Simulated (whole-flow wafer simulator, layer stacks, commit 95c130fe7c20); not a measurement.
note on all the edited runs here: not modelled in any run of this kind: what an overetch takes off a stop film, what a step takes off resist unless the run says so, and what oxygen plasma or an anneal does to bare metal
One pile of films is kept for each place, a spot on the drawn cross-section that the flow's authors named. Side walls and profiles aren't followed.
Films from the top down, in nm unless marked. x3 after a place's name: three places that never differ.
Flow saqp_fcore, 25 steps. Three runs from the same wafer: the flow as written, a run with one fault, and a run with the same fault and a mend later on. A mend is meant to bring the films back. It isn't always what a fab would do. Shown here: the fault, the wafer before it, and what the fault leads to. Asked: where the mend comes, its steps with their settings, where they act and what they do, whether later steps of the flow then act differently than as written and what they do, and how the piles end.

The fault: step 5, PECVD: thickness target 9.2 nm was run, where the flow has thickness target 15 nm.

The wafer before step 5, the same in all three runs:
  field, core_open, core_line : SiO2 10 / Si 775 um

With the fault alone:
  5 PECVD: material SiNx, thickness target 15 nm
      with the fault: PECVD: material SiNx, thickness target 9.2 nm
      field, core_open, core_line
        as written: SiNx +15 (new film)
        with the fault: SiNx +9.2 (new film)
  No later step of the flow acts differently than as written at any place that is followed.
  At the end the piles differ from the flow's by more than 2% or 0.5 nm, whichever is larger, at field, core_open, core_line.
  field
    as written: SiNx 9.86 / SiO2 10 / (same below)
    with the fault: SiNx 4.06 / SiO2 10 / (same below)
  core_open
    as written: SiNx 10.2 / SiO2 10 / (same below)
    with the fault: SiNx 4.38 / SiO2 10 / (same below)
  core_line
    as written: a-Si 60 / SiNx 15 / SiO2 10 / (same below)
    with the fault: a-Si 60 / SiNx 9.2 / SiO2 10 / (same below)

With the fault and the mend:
  The mend comes after step 5.
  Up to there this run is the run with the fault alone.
  5a ETCH: chemistry h3po4, depth target 10.58 nm
      field, core_open, core_line
        SiNx -9.2 (all of it)
  5b PECVD: material SiNx, thickness target 15 nm (the flow's step 5 once more)
      field, core_open, core_line
        SiNx +15 (new film)
  No later step of the flow acts differently than as written at any place that is followed.
  At the end the piles are the same as the flow's at every place that both follow.
